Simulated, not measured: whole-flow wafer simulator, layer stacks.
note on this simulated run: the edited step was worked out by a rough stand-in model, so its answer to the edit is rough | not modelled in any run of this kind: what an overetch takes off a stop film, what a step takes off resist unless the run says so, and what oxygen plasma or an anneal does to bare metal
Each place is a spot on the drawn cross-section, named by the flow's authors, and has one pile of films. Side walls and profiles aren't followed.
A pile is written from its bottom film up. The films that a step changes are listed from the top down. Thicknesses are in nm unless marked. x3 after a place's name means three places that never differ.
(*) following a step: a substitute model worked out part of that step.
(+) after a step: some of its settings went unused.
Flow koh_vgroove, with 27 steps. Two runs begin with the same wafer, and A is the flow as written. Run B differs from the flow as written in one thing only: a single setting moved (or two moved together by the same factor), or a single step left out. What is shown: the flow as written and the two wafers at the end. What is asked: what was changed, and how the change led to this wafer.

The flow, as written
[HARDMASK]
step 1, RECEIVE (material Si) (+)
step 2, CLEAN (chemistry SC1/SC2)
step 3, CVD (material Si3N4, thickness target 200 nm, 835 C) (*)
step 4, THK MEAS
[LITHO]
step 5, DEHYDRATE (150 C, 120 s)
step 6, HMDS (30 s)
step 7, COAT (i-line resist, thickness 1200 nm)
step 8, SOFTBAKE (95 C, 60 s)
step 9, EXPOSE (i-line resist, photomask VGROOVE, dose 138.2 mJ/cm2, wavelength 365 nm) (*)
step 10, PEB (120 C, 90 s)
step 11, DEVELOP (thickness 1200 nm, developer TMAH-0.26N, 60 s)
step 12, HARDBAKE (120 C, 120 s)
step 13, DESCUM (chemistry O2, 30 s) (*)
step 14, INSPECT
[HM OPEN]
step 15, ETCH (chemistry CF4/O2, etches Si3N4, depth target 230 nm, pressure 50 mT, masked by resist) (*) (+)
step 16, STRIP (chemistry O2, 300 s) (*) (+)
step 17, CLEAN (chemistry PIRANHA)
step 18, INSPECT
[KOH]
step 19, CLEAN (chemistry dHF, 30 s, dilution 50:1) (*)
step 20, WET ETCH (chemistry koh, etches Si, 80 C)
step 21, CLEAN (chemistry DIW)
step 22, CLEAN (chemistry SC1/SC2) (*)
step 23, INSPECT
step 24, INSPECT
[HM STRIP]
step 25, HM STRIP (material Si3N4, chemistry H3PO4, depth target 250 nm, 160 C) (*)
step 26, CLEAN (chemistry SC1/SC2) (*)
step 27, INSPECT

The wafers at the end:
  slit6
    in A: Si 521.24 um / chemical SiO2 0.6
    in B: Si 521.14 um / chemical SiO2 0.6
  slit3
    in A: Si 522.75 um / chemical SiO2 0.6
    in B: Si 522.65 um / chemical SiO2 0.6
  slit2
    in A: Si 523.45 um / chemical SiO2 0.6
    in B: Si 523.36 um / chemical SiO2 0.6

What caused this: step 15, ETCH: depth target 328 nm was run, while the flow as written has depth target 230 nm.

The path from the change to this, step by step:
  step 15, ETCH (chemistry CF4/O2, etches Si3N4, depth target 230 nm, pressure 50 mT, masked by resist) (*) (+)
      slit3, slit2, slit6, slit20: A -200 Si3N4 (all of it), -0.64 chemical SiO2 (all of it), -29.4 Si | B -200 Si3N4 (all of it), -0.64 chemical SiO2 (all of it), -127.4 Si
      field: A -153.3 i-line resist | B -218.7 i-line resist
  step 16, STRIP (chemistry O2, 300 s) (*) (+)
      field: A -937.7 i-line resist (all of it) | B -872.4 i-line resist (all of it)
